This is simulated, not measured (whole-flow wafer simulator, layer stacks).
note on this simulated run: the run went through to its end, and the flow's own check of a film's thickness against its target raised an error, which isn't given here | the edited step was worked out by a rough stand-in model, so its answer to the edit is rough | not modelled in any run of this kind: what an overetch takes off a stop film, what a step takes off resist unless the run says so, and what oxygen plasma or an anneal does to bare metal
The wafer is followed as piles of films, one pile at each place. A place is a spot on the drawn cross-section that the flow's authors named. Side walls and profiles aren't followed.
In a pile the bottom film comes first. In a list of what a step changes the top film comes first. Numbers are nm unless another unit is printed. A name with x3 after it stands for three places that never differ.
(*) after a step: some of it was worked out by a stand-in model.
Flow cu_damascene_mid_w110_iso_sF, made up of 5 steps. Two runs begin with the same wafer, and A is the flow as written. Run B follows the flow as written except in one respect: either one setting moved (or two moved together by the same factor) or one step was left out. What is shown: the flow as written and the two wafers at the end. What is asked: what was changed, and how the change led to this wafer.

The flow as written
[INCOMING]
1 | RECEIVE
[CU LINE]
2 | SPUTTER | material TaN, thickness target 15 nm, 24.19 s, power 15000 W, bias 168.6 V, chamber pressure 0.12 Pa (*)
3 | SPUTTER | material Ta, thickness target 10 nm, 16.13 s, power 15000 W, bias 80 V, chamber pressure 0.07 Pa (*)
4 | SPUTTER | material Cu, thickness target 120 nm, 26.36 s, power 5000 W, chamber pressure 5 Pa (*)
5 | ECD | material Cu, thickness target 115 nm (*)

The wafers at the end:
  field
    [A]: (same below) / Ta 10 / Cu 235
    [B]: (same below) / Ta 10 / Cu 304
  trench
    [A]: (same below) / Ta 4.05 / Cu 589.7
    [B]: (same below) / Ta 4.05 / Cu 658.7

The reason: step 5, ECD: thickness target 184 nm was run, whereas the flow has thickness target 115 nm.

The path from the change to this, step by step:
  5 | ECD | material Cu, thickness target 115 nm (*)
      field: A Cu gains 115 | B Cu gains 184
      trench: A Cu gains 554 | B Cu gains 623
